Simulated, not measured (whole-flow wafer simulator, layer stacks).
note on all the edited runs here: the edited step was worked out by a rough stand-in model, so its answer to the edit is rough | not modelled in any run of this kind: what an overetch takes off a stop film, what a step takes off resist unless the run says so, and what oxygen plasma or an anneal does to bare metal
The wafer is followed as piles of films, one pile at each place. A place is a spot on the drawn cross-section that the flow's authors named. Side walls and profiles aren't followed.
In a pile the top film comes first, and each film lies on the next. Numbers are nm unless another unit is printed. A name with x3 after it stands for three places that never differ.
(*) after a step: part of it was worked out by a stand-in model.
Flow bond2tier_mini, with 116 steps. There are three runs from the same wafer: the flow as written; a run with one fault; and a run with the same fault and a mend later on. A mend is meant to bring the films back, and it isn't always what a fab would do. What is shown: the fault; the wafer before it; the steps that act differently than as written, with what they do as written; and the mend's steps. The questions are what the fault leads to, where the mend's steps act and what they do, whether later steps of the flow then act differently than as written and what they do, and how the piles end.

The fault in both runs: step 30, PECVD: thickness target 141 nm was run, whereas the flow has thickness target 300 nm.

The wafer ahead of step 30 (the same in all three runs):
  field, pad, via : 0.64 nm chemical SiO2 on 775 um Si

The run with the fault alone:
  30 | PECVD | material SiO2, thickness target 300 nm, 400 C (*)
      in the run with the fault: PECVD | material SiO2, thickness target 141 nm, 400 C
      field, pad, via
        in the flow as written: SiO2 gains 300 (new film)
        in the run with the fault: SiO2 gains 141 (new film)
  None of the later steps of the flow acts differently than as written at any place that is followed.
  By the end, the piles at field, pad depart from the flow's by more than 2% or 0.5 nm, whichever is larger.
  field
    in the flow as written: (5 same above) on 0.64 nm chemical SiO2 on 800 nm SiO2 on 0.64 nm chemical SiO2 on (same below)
    in the run with the fault: (5 same above) on 0.64 nm chemical SiO2 on 641 nm SiO2 on 0.64 nm chemical SiO2 on (same below)
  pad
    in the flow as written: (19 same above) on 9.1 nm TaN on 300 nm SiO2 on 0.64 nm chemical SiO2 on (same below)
    in the run with the fault: (19 same above) on 9.1 nm TaN on 141 nm SiO2 on 0.64 nm chemical SiO2 on (same below)

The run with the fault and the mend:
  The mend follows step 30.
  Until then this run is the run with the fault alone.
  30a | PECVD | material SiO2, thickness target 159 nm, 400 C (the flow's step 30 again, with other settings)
      field, pad, via
        SiO2 gains 159
  None of the later steps of the flow acts differently than as written at any place that is followed.
  By the end, the piles equal the flow's at every place that both follow.
